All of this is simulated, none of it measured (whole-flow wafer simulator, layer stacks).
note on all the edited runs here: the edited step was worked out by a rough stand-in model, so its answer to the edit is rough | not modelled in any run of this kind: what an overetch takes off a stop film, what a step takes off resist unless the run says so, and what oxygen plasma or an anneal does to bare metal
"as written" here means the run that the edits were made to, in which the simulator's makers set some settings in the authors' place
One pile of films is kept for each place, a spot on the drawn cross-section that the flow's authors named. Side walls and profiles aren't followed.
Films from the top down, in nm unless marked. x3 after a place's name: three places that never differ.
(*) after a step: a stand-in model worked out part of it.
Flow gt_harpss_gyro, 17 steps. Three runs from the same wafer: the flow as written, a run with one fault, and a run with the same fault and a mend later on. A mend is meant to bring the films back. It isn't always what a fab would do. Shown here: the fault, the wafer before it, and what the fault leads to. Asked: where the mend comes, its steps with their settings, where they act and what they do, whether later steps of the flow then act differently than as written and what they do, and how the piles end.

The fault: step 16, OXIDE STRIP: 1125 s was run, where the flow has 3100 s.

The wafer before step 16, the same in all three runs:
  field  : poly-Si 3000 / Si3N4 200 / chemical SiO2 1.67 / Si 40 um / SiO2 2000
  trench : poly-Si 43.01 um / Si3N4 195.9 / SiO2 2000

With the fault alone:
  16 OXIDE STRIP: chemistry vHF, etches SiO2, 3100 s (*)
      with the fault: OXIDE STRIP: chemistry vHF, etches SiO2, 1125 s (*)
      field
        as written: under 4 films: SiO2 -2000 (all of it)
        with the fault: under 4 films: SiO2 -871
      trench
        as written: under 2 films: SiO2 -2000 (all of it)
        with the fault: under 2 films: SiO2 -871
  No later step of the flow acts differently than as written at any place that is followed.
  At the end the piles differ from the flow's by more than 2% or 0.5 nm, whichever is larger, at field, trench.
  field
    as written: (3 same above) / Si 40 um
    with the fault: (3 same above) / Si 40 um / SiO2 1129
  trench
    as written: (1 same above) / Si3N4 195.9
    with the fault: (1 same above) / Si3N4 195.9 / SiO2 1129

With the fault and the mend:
  The mend comes after step 17.
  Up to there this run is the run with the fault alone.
  17a OXIDE STRIP: chemistry vHF, etches SiO2, 1975 s (*) (the flow's step 16 once more, with other settings)
      field
        under 4 films: SiO2 -1129 (all of it)
      trench
        under 2 films: SiO2 -1129 (all of it)
  No later step of the flow acts differently than as written at any place that is followed.
  At the end the piles are the same as the flow's at every place that both follow.
